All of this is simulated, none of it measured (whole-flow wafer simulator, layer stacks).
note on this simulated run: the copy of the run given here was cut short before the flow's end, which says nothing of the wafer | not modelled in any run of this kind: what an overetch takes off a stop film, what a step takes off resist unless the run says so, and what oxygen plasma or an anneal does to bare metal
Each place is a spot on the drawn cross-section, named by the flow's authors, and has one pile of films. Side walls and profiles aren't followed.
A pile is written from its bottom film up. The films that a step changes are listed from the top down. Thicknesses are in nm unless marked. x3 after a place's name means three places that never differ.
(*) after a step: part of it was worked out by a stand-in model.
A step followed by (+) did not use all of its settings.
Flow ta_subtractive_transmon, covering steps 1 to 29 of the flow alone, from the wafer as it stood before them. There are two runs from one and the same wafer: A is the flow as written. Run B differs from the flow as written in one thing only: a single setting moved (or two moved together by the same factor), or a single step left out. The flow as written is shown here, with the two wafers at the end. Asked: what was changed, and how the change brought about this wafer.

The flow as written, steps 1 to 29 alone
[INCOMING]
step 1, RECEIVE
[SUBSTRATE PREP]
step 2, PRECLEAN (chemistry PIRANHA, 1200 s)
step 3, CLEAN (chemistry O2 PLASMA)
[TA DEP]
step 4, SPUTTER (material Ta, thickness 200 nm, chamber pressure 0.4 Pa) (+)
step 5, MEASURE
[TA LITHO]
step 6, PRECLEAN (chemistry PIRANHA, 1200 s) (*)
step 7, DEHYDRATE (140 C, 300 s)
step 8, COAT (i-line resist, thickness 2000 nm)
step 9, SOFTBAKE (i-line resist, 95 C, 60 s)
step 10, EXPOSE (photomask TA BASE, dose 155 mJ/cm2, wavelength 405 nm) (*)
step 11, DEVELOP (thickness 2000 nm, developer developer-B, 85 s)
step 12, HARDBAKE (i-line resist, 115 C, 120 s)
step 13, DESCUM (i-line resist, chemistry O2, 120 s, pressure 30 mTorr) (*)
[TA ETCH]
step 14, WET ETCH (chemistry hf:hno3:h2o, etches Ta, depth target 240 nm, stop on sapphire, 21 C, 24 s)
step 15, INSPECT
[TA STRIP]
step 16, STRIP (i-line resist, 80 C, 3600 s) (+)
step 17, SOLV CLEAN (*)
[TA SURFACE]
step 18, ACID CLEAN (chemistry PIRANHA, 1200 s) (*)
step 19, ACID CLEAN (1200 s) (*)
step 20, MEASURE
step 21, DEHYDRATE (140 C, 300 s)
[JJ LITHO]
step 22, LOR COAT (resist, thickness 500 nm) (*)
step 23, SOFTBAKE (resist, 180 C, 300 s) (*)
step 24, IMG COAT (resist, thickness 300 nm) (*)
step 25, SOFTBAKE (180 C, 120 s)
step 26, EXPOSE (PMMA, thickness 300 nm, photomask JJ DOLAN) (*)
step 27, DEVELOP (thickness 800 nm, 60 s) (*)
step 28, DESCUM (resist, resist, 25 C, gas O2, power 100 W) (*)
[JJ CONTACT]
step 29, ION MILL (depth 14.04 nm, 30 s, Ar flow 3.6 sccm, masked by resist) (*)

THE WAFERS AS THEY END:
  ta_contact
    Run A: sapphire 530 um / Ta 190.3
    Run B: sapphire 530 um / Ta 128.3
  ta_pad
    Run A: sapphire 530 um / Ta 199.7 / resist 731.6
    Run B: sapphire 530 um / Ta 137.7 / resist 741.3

The reason: step 4, SPUTTER: thickness 138 nm was run, while the flow as written has thickness 200 nm.

Step by step, how the change led to this:
  step 4, SPUTTER (material Ta, thickness 200 nm, chamber pressure 0.4 Pa) (+)
      field x2, jj_line, lead, ta_contact, ta_pad: A Ta gains 200 (new film) | B Ta gains 138 (new film)
  step 14, WET ETCH (chemistry hf:hno3:h2o, etches Ta, depth target 240 nm, stop on sapphire, 21 C, 24 s)
      field x2, jj_line, lead: A Ta loses 200 (all of it) | B Ta loses 138 (all of it)
  step 22, LOR COAT (resist, thickness 500 nm) (*)
      lead: A resist gains 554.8 (new film) | B resist gains 538.7 (new film)
      ta_contact: A resist gains 443.8 (new film) | B resist gains 460.1 (new film)
  step 27, DEVELOP (thickness 800 nm, 60 s) (*)
      lead: A resist loses 867.4 (all of it) | B resist loses 847.3 (all of it)
      ta_contact: A resist loses 731.2 (all of it) | B resist loses 751.6 (all of it)
